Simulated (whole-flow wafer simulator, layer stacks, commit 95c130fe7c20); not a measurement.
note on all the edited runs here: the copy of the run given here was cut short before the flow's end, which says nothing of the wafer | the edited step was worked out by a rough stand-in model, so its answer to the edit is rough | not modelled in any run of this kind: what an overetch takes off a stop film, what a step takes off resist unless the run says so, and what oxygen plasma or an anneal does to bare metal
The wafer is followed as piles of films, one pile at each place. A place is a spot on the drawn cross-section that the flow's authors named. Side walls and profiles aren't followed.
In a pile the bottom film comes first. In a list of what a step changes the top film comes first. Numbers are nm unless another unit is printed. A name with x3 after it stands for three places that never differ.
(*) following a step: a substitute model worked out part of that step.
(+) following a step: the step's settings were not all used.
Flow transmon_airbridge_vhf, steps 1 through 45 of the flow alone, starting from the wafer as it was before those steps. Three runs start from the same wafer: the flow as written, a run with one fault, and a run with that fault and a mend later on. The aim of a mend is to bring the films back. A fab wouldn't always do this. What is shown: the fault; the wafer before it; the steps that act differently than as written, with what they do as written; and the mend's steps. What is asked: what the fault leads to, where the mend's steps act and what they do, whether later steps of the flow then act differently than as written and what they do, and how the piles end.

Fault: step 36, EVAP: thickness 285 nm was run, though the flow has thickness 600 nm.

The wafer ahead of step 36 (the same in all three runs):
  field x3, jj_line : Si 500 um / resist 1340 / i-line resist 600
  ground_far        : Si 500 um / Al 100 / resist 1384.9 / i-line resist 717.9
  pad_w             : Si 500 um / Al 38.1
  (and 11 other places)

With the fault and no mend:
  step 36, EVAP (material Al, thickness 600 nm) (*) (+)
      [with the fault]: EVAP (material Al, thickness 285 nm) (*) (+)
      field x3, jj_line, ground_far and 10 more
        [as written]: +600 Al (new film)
        [with the fault]: +285 Al (new film)
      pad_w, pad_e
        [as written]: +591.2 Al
        [with the fault]: +280.8 Al
  Steps later in the flow that act otherwise than as written:
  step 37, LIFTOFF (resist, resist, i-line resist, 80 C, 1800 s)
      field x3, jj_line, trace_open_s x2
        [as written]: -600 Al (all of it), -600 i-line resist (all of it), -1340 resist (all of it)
        [with the fault]: -285 Al (all of it), -600 i-line resist (all of it), -1340 resist (all of it)
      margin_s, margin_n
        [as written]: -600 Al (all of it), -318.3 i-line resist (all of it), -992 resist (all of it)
        [with the fault]: -285 Al (all of it), -318.3 i-line resist (all of it), -992 resist (all of it)
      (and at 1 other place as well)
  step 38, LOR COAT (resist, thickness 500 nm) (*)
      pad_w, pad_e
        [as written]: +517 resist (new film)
        [with the fault]: +547.7 resist (new film)
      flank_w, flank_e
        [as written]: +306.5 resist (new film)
        [with the fault]: +313.9 resist (new film)
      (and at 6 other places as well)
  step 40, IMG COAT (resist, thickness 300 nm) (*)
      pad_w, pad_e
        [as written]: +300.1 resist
        [with the fault]: +315.2 resist
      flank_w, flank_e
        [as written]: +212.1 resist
        [with the fault]: +222.8 resist
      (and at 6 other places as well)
  By the end, the piles at pad_w, flank_w, gap_w and 7 more depart from the flow's by more than 2% or 0.5 nm, whichever is larger.
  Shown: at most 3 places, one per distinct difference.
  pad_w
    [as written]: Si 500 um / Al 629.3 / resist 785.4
    [with the fault]: Si 500 um / Al 318.9 / resist 831.1
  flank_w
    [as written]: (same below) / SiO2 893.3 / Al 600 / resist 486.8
    [with the fault]: (same below) / SiO2 893.3 / Al 285 / resist 505
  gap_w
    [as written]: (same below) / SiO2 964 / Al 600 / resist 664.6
    [with the fault]: (same below) / SiO2 964 / Al 285 / resist 688

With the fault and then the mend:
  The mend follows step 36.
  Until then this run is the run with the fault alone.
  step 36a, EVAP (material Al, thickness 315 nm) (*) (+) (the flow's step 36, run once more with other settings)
      field x3, jj_line, ground_far and 10 more
        +315 Al
      pad_w, pad_e
        +310.4 Al
  Every later step of the flow that is run acts as written, at every place that is followed, to within 2% or 0.5 nm, whichever is larger.
  When the end is reached, the piles differ only a little from the flow's at the places that both follow, at most by 2% or 0.5 nm, whichever is larger.
